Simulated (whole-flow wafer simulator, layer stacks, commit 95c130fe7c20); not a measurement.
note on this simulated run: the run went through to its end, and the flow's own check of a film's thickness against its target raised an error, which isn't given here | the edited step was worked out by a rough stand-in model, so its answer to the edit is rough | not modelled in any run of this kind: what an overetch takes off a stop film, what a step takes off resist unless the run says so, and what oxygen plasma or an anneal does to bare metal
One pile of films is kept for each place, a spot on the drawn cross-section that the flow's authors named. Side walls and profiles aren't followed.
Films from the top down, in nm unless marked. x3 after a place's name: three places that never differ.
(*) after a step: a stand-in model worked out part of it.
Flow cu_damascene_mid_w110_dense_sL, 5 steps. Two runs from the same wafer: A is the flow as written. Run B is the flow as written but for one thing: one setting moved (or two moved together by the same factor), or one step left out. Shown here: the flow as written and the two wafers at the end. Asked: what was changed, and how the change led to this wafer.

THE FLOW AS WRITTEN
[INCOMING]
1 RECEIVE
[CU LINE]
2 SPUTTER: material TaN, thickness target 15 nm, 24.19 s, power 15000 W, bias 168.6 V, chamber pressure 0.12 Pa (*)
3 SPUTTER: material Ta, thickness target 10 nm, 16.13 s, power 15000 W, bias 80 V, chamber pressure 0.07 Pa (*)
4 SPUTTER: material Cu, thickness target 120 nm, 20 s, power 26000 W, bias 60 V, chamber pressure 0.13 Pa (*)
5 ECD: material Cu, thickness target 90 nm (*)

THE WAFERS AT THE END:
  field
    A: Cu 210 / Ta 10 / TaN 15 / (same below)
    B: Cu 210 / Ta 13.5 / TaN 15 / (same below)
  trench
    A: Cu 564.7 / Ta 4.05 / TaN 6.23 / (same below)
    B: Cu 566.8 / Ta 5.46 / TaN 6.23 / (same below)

The cause: step 3, SPUTTER: thickness target 13.5 nm was run, where the flow has thickness target 10 nm; step 3, SPUTTER: 21.78 s was run, where the flow has 16.13 s.
It can be read off the wafer: field has Ta 13.5, and step 3 as written asks for 10 nm.

How the change led to this, step by step:
  3 SPUTTER: material Ta, thickness target 10 nm, 16.13 s, power 15000 W, bias 80 V, chamber pressure 0.07 Pa (*)
      field: A Ta +10 (new film) | B Ta +13.5 (new film)
      trench: A Ta +4.05 (new film) | B Ta +5.46 (new film)
